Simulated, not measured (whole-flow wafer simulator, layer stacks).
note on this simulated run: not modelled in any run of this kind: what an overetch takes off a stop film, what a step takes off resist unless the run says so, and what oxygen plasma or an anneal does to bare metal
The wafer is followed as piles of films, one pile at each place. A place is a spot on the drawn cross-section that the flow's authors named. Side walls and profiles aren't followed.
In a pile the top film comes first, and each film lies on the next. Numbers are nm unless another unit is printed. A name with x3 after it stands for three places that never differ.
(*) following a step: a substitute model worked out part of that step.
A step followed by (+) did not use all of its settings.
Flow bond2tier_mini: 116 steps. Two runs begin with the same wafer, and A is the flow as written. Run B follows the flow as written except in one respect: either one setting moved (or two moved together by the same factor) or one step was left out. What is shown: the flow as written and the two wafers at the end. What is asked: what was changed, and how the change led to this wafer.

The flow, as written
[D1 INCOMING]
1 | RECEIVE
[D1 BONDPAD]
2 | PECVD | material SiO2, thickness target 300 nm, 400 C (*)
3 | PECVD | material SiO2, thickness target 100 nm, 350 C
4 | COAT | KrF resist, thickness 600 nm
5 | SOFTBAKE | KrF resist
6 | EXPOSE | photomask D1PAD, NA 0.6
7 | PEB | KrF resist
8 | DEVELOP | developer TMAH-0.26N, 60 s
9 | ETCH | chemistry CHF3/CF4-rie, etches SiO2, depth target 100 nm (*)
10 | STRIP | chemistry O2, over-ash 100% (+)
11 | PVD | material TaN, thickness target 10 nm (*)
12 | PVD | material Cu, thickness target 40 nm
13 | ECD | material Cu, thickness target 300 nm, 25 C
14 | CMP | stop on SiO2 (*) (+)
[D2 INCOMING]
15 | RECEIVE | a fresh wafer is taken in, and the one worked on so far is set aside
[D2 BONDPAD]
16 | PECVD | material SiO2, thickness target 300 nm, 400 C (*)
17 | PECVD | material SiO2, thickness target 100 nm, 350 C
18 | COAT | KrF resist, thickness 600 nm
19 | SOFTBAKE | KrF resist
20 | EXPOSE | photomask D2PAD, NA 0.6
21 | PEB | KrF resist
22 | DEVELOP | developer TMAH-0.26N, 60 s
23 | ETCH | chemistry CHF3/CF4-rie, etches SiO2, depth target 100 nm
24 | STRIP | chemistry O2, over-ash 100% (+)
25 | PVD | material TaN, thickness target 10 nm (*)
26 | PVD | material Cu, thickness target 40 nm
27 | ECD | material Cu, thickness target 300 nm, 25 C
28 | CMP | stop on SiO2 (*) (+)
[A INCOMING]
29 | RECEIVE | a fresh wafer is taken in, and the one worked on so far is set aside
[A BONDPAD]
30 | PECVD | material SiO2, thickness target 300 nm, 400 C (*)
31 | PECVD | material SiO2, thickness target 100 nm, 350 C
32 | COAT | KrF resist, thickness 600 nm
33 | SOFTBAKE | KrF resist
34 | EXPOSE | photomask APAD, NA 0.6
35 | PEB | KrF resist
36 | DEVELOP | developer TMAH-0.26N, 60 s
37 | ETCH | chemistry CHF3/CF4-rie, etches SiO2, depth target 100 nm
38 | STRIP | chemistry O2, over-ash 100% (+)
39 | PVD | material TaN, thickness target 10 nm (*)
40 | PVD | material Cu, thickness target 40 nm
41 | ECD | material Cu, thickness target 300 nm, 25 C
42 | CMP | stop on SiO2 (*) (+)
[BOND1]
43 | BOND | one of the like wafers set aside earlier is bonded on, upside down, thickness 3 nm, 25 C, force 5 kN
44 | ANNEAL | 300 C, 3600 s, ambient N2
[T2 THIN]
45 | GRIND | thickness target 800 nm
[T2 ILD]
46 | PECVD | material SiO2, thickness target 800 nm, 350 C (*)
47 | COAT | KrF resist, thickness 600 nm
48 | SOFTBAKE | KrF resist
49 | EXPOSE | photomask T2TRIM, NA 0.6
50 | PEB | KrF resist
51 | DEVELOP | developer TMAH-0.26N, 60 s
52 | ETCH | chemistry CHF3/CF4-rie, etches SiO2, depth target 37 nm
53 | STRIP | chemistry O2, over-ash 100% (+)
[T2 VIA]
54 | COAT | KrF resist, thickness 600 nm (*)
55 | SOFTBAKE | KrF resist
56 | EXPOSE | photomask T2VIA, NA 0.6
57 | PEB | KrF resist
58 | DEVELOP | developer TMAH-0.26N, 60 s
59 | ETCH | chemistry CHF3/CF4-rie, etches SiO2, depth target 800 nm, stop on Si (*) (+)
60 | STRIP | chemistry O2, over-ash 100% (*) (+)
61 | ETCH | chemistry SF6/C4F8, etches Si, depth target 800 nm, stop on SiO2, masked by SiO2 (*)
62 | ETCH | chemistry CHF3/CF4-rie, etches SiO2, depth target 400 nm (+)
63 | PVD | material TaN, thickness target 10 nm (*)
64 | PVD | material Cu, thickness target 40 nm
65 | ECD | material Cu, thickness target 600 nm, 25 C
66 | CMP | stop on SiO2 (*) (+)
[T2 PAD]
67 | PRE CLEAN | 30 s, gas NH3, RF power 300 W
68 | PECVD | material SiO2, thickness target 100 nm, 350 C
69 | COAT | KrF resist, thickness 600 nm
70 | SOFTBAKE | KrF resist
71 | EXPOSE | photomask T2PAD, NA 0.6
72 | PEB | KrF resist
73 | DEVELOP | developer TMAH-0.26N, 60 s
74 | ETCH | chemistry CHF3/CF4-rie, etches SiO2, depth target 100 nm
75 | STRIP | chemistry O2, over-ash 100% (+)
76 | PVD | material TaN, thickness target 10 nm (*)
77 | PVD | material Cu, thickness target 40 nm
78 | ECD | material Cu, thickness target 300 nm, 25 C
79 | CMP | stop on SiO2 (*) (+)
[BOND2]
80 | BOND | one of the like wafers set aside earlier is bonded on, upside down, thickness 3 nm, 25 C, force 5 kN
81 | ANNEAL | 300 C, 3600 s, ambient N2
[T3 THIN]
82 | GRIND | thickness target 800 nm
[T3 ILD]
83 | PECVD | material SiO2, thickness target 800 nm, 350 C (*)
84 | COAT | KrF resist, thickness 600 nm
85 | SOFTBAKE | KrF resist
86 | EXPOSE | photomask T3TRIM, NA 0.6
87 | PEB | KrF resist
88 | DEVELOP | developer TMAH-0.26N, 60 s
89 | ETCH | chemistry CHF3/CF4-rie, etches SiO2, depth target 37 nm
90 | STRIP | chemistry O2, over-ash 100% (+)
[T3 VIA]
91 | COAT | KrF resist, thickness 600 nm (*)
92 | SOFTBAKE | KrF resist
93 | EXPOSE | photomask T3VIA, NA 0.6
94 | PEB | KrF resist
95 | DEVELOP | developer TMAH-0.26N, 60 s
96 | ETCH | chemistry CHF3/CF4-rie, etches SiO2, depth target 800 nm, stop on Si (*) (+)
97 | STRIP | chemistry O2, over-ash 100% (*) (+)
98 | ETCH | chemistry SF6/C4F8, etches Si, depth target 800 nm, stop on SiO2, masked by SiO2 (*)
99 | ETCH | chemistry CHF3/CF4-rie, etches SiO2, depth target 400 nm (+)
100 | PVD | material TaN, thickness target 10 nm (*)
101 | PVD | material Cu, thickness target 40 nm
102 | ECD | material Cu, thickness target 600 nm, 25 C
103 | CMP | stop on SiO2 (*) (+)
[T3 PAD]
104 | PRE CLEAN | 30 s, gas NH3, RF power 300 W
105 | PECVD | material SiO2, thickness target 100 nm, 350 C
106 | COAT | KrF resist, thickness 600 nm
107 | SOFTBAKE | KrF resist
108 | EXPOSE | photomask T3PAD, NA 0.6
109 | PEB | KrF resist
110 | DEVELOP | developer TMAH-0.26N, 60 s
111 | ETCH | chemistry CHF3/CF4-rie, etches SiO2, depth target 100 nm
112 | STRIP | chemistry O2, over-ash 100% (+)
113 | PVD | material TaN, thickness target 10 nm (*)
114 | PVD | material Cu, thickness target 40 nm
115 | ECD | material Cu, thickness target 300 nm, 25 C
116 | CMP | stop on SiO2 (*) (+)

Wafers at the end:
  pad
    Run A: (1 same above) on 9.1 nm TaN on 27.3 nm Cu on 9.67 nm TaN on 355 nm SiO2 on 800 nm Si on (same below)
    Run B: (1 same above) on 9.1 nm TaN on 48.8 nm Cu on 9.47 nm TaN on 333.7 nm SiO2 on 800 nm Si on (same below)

What caused this: step 89, ETCH: depth target 58.3 nm was run, though the flow has depth target 37 nm.

How this came from the change, step by step:
  89 | ETCH | chemistry CHF3/CF4-rie, etches SiO2, depth target 37 nm
      field: A -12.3 KrF resist | B -19.4 KrF resist
      pad: A -37 SiO2 | B -58.3 SiO2
  97 | STRIP | chemistry O2, over-ash 100% (*) (+)
      field: A -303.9 KrF resist (all of it) | B -294.9 KrF resist (all of it)
      pad: A -336 KrF resist (all of it) | B -345.4 KrF resist (all of it)
  101 | PVD | material Cu, thickness target 40 nm
      pad: A +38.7 Cu (new film) | B +37.9 Cu (new film)
  102 | ECD | material Cu, thickness target 600 nm, 25 C
      pad: A +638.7 Cu | B +660.9 Cu
